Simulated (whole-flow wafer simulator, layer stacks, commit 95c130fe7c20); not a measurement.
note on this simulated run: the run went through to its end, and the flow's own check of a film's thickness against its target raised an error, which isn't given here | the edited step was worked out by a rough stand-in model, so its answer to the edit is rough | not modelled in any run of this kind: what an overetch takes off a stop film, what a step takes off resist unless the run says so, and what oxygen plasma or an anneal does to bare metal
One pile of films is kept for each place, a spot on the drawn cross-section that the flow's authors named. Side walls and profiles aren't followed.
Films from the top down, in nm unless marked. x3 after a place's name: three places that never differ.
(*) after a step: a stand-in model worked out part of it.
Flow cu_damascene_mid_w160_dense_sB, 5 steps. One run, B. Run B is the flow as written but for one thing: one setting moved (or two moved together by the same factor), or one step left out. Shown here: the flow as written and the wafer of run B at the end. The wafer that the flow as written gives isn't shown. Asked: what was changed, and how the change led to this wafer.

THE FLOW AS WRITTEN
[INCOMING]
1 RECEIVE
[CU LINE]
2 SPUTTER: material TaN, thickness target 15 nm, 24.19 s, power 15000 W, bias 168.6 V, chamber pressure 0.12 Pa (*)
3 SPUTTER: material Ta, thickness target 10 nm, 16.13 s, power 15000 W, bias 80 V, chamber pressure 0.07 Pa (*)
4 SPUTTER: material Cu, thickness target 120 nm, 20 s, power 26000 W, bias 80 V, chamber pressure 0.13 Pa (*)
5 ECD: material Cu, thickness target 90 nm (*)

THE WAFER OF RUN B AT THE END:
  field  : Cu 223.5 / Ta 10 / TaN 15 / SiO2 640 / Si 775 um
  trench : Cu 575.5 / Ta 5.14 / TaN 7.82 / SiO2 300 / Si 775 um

The cause: step 5, ECD: thickness target 103.5 nm was run, where the flow has thickness target 90 nm.

How the change led to this, step by step:
  5 ECD: material Cu, thickness target 90 nm (*)
      field: Cu +103.5 (as written it would be: Cu +90)
      trench: Cu +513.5 (as written it would be: Cu +500)
